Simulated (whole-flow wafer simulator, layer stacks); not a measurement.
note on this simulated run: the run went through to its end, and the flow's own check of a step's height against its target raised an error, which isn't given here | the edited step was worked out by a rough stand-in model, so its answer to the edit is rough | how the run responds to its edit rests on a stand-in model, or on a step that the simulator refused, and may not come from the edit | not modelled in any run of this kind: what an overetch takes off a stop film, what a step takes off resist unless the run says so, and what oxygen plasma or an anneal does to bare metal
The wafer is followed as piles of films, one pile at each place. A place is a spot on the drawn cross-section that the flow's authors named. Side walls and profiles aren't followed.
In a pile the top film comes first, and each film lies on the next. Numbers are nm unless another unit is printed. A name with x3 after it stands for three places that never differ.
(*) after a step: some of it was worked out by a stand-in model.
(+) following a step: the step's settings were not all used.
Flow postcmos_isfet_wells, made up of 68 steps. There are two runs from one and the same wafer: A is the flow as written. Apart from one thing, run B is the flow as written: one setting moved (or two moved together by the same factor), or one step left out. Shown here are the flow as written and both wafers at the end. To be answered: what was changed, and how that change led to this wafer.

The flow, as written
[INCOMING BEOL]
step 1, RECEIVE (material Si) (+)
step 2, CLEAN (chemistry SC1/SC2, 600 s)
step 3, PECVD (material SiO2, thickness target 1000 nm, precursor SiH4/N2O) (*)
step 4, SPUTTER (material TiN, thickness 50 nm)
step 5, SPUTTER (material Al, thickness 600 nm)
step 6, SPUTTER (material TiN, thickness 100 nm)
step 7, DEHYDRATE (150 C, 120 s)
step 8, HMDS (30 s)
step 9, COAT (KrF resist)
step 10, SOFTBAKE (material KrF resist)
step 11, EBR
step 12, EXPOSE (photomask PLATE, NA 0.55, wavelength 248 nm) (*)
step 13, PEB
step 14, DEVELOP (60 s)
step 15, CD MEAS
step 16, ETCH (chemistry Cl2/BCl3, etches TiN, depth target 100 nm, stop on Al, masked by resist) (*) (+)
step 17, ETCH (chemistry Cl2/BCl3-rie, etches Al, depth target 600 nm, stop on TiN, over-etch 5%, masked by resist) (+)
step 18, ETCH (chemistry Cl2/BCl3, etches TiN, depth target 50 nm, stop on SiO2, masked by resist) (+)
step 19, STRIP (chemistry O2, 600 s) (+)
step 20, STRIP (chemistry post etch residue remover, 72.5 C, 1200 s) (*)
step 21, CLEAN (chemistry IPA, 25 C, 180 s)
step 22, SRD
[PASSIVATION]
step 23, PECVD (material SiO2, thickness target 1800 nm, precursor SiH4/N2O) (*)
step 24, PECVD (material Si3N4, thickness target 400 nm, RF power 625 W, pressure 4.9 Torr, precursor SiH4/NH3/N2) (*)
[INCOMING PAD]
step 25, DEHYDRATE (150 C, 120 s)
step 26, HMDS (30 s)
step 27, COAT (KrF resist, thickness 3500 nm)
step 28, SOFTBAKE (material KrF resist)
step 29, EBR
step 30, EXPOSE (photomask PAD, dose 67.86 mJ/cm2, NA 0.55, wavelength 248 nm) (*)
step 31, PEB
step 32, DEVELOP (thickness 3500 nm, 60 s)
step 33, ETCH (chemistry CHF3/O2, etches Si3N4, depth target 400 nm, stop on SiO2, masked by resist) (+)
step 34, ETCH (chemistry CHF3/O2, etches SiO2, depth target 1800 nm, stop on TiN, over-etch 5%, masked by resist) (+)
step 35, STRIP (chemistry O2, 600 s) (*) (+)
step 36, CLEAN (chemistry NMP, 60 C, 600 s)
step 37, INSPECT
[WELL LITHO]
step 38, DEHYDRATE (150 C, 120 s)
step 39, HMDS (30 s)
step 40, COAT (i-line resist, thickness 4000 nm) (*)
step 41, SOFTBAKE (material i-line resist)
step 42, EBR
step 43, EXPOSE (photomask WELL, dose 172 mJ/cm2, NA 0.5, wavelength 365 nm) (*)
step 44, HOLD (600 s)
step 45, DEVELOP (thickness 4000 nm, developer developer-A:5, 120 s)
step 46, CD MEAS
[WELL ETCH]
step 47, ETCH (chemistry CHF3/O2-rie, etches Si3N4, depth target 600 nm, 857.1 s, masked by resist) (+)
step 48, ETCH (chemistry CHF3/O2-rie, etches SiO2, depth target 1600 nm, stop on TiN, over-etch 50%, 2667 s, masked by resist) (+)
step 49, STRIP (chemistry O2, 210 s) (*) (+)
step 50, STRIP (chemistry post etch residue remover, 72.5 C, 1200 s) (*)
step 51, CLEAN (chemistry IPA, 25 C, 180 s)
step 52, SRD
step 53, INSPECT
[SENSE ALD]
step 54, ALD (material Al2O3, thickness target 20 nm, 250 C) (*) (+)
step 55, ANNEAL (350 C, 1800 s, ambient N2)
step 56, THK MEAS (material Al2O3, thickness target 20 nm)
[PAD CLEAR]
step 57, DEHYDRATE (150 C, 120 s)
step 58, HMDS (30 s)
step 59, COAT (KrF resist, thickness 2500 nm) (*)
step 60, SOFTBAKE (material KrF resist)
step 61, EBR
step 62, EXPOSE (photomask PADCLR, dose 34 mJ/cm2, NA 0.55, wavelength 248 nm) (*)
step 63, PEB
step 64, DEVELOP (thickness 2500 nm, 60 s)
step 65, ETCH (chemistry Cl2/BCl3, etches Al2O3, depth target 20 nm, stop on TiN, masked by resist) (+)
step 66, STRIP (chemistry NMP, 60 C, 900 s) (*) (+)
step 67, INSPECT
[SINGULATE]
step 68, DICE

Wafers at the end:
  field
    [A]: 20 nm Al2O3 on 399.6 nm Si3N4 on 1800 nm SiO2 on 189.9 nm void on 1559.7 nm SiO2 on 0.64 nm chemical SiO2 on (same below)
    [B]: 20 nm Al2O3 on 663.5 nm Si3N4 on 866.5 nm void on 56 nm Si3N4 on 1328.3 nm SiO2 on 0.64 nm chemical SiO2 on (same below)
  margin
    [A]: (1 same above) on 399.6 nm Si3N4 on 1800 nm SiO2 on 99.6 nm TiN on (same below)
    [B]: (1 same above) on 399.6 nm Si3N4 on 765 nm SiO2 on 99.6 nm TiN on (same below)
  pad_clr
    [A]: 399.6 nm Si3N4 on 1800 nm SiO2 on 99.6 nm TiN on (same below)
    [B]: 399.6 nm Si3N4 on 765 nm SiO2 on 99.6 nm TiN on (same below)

What caused this: step 23, PECVD: thickness target 765 nm was run, though the flow has thickness target 1800 nm.
The wafer lets one read it off: margin has SiO2 765, and step 23 as written asks for 1800 nm.

Step by step, how the change led to this:
  step 23, PECVD (material SiO2, thickness target 1800 nm, precursor SiH4/N2O) (*)
      field: A SiO2 gains 1800 (new film), void gains 189.9 (new film), SiO2 gains 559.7 | B SiO2 gains 328.3
      margin, well900, well1300 x3, pad_rim, pad_clr, pad_open: A SiO2 gains 1800 (new film) | B SiO2 gains 765 (new film)
  step 24, PECVD (material Si3N4, thickness target 400 nm, RF power 625 W, pressure 4.9 Torr, precursor SiH4/NH3/N2) (*)
      field: A Si3N4 gains 400 (new film) | B Si3N4 gains 663.8 (new film), void gains 866.5 (new film), Si3N4 gains 56 (new film)
  step 34, ETCH (chemistry CHF3/O2, etches SiO2, depth target 1800 nm, stop on TiN, over-etch 5%, masked by resist) (+)
      field, margin, well900, well1300 x3, pad_rim, pad_clr: A KrF resist loses 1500 | B KrF resist loses 669.4
      pad_open: A SiO2 loses 1800 (all of it) | B SiO2 loses 765 (all of it)
  step 35, STRIP (chemistry O2, 600 s) (*) (+)
      field, margin, well900, well1300 x3, pad_rim, pad_clr: A KrF resist loses 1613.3 (all of it) | B KrF resist loses 2443.9 (all of it)
  step 40, COAT (i-line resist, thickness 4000 nm) (*)
      pad_clr: A i-line resist gains 3256.8 (new film) | B i-line resist gains 3590.4 (new film)
      pad_open: A i-line resist gains 4804.7 (new film) | B i-line resist gains 4430.5 (new film)
  step 41, SOFTBAKE (material i-line resist)
      pad_clr: A i-line resist loses 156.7 | B i-line resist loses 64
      pad_open: A i-line resist gains 115.3 | B i-line resist gains 64.9
  step 48, ETCH (chemistry CHF3/O2-rie, etches SiO2, depth target 1600 nm, stop on TiN, over-etch 50%, 2667 s, masked by resist) (+)
      well900, well1300 x3: A SiO2 loses 1600 (all of it) | B SiO2 loses 565 (all of it)
  step 49, STRIP (chemistry O2, 210 s) (*) (+)
      pad_clr: A i-line resist loses 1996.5 (all of it) | B i-line resist loses 2422.7 (all of it)
      pad_open: A i-line resist loses 3816.3 (all of it) | B i-line resist loses 3391.8 (all of it)
  step 59, COAT (KrF resist, thickness 2500 nm) (*)
      field: A KrF resist gains 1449 (new film) | B KrF resist gains 1943.4 (new film)
      margin: A KrF resist gains 1448.9 (new film) | B KrF resist gains 1943.4 (new film)
      (as well as at 3 more places)
  step 60, SOFTBAKE (material KrF resist)
      pad_clr: A KrF resist loses 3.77 | B KrF resist loses 2.02
  step 63, PEB
      field, margin: A KrF resist loses 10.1 | B KrF resist loses 13.7
      pad_rim: A KrF resist loses 13.9 | B KrF resist loses 15.6
      (as well as at 2 more places)
  step 64, DEVELOP (thickness 2500 nm, 60 s)
      pad_clr: A KrF resist loses 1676 (all of it) | B KrF resist loses 2035.6 (all of it)
      pad_open: A KrF resist loses 3045.1 (all of it) | B KrF resist loses 2782.5 (all of it)
  step 66, STRIP (chemistry NMP, 60 C, 900 s) (*) (+)
      field, margin: A KrF resist loses 1400.1 (all of it) | B KrF resist loses 1891 (all of it)
      pad_rim: A KrF resist loses 1923.7 (all of it) | B KrF resist loses 2162.3 (all of it)
